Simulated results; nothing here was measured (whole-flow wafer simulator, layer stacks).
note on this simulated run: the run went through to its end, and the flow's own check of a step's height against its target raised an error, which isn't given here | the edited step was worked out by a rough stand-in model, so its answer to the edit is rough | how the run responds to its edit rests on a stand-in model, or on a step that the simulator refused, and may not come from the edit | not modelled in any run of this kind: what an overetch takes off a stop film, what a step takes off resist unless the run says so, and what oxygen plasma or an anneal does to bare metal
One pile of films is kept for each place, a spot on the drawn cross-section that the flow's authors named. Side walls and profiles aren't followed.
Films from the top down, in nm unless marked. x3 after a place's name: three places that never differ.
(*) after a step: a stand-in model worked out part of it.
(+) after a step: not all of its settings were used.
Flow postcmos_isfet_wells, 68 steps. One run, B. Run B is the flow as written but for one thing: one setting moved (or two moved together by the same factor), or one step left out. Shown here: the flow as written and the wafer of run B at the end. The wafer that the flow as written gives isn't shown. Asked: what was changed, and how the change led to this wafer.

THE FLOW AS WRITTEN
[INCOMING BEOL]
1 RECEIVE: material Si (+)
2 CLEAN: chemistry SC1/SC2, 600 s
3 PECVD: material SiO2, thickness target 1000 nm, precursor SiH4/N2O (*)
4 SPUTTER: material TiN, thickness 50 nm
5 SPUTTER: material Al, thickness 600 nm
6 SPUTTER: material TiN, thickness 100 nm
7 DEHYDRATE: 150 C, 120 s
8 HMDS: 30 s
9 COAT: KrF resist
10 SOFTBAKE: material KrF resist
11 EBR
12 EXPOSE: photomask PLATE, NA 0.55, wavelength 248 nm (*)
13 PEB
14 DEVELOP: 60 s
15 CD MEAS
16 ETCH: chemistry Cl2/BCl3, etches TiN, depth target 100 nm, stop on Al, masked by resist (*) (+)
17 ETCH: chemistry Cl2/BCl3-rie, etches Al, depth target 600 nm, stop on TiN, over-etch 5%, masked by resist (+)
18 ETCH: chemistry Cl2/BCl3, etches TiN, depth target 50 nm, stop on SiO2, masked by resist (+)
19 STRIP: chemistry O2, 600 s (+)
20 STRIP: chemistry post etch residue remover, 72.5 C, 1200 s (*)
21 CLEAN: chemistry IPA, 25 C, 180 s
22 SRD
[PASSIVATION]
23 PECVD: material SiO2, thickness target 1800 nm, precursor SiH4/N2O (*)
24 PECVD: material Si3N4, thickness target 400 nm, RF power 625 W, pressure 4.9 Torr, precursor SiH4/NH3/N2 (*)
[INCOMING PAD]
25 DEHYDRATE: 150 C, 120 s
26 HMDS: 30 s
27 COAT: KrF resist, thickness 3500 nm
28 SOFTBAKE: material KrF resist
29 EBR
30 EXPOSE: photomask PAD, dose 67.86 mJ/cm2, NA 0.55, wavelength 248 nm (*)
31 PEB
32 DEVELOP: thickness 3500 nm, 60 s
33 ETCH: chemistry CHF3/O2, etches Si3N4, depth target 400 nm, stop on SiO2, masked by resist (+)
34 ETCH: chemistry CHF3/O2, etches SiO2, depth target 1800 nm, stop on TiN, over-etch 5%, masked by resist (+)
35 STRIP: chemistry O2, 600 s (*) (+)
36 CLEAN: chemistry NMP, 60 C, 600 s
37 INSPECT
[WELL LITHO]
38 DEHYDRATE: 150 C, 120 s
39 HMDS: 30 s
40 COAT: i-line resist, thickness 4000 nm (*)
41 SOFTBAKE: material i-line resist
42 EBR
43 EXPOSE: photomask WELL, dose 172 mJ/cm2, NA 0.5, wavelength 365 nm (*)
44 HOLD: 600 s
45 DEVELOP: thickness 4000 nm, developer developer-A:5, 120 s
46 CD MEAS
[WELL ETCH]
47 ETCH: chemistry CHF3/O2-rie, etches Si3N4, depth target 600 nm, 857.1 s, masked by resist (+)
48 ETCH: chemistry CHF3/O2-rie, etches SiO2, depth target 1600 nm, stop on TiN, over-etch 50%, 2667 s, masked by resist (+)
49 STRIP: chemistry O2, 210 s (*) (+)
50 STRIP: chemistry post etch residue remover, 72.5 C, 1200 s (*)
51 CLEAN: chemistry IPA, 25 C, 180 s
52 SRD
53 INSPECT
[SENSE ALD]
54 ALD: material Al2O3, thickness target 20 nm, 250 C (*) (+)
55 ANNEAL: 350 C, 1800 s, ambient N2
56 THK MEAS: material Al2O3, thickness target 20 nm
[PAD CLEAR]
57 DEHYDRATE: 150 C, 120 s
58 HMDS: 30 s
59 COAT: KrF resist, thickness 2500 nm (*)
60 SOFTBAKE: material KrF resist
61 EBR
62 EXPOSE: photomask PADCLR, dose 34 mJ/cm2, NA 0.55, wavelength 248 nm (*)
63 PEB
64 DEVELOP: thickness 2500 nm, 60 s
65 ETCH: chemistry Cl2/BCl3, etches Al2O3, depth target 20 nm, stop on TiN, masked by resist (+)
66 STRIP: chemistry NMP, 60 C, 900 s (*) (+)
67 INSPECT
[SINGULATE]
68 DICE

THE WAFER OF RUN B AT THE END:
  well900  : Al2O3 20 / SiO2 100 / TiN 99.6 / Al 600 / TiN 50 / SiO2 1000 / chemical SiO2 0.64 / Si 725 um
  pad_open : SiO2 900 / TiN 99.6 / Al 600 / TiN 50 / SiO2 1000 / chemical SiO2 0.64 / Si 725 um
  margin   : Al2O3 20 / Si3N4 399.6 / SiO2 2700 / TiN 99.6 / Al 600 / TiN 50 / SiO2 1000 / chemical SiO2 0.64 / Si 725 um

The cause: step 23, PECVD: thickness target 2700 nm was run, where the flow has thickness target 1800 nm.
It can be read off the wafer: margin has SiO2 2700, and step 23 as written asks for 1800 nm.

How the change led to this, step by step:
  23 PECVD: material SiO2, thickness target 1800 nm, precursor SiH4/N2O (*)
      margin, well900, well1300 x3, pad_rim, pad_clr, pad_open: SiO2 +2700 (new film) (as written it would be: SiO2 +1800 (new film))
      field: SiO2 +2700 (new film), void +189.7 (new film), SiO2 +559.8 (as written it would be: SiO2 +1800 (new film), void +189.9 (new film), SiO2 +559.7)
  34 ETCH: chemistry CHF3/O2, etches SiO2, depth target 1800 nm, stop on TiN, over-etch 5%, masked by resist (+)
      pad_open: SiO2 -1800 (as written it would be: SiO2 -1800 (all of it))
  48 ETCH: chemistry CHF3/O2-rie, etches SiO2, depth target 1600 nm, stop on TiN, over-etch 50%, 2667 s, masked by resist (+)
      well900, well1300 x3: SiO2 -2400 (as written it would be: SiO2 -1600 (all of it))
  59 COAT: KrF resist, thickness 2500 nm (*)
      field: KrF resist +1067 (new film) (as written it would be: KrF resist +1449 (new film))
      margin: KrF resist +1066.9 (new film) (as written it would be: KrF resist +1448.9 (new film))
  63 PEB
      field, margin: KrF resist -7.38 (as written it would be: KrF resist -10.1)
  66 STRIP: chemistry NMP, 60 C, 900 s (*) (+)
      field: KrF resist -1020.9 (all of it) (as written it would be: KrF resist -1400.1 (all of it))
      margin: KrF resist -1020.8 (all of it) (as written it would be: KrF resist -1400.1 (all of it))
